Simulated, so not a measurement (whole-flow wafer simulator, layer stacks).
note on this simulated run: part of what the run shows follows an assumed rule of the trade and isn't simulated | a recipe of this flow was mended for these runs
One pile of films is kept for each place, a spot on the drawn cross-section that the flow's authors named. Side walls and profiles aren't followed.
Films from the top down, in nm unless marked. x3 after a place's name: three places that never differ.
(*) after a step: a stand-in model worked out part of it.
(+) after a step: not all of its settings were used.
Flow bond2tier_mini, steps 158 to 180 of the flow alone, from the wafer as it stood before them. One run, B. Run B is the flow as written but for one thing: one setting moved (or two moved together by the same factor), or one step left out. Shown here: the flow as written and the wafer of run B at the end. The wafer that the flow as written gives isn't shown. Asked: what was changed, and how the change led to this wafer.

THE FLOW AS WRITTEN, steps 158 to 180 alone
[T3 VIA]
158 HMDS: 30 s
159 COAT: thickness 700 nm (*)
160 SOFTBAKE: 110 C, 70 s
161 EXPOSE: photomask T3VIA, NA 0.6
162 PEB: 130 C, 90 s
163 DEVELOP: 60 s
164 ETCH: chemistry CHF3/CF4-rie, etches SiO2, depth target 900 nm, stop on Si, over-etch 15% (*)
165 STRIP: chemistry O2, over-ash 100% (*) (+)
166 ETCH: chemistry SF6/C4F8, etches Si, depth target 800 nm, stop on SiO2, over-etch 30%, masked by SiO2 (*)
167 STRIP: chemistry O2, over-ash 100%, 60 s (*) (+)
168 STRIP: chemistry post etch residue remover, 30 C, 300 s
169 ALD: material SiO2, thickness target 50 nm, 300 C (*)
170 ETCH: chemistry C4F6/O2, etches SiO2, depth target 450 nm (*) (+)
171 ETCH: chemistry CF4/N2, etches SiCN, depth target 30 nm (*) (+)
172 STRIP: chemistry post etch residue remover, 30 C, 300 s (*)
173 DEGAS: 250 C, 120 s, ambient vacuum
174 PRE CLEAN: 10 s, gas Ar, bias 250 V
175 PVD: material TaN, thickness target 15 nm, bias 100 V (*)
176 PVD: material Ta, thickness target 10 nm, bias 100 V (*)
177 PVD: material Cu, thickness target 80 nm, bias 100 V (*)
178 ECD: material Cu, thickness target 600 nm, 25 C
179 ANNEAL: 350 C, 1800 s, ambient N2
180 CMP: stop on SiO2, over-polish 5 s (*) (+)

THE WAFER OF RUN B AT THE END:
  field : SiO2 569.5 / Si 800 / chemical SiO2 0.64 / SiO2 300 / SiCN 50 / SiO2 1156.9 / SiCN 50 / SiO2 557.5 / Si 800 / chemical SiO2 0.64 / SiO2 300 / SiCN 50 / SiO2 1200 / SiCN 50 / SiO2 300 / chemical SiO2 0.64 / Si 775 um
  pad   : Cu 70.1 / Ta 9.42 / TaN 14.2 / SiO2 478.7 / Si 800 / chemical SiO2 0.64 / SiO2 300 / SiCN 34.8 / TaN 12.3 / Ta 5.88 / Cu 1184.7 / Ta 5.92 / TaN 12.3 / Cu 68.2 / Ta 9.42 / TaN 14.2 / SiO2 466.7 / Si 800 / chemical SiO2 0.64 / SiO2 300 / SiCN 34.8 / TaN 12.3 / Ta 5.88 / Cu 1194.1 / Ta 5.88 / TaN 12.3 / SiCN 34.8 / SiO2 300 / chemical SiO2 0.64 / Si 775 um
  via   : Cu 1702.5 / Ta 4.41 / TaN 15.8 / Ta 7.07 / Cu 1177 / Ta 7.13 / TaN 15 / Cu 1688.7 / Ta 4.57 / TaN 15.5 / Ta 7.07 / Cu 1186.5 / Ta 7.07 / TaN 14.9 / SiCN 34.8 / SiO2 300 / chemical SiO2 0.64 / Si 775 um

The cause: step 169, ALD: thickness target 62 nm was run, where the flow has thickness target 50 nm.

How the change led to this, step by step:
  169 ALD: material SiO2, thickness target 50 nm, 300 C (*)
      field, pad, via: SiO2 +62 (as written it would be: SiO2 +50)
  170 ETCH: chemistry C4F6/O2, etches SiO2, depth target 450 nm (*) (+)
      via: SiO2 -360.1 (all of it), SiCN -15.2 (as written it would be: SiO2 -348.1 (all of it), SiCN -17.2)
  171 ETCH: chemistry CF4/N2, etches SiCN, depth target 30 nm (*) (+)
      via: SiCN -19.7 (all of it), TaN -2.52 (as written it would be: SiCN -17.6 (all of it), TaN -3.01)
  177 PVD: material Cu, thickness target 80 nm, bias 100 V (*)
      via: Cu +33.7 (new film) (as written it would be: Cu +35 (new film))
